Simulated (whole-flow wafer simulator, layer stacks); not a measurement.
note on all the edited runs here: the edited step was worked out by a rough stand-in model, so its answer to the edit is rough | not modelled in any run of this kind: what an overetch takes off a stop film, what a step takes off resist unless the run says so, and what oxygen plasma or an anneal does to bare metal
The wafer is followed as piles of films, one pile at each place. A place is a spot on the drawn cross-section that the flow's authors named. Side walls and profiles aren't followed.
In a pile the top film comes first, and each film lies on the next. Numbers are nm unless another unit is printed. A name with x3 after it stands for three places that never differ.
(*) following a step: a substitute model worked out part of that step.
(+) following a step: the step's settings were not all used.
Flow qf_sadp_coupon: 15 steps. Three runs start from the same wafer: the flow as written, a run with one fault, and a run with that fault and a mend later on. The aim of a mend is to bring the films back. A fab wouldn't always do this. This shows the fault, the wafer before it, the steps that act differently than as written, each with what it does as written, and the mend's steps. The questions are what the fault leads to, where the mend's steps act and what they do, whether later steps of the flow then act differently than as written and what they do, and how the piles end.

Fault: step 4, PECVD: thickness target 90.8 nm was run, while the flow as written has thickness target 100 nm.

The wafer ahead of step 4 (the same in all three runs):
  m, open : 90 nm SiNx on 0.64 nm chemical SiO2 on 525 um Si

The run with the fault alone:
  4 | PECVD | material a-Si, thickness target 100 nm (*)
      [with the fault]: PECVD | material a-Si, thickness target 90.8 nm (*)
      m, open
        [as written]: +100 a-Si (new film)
        [with the fault]: +90.8 a-Si (new film)
  Later steps of the flow acting differently than as written:
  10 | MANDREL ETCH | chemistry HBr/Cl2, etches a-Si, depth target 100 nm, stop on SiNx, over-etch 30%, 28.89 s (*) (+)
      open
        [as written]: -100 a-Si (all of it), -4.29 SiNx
        [with the fault]: -90.8 a-Si (all of it), -5.6 SiNx
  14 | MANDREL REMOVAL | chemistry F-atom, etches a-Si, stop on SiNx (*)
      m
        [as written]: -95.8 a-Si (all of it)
        [with the fault]: -86.6 a-Si (all of it)
  At the end the piles are close to the flow's at the places that both follow, differing by at most 2% or 0.5 nm, whichever is larger.

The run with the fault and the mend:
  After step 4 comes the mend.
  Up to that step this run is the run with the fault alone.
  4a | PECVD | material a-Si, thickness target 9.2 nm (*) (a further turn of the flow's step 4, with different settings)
      m, open
        +9.2 a-Si
  Every later step of the flow that is run acts as written at every place that is followed.
  At every place that both follow, the piles at the end match the flow's.
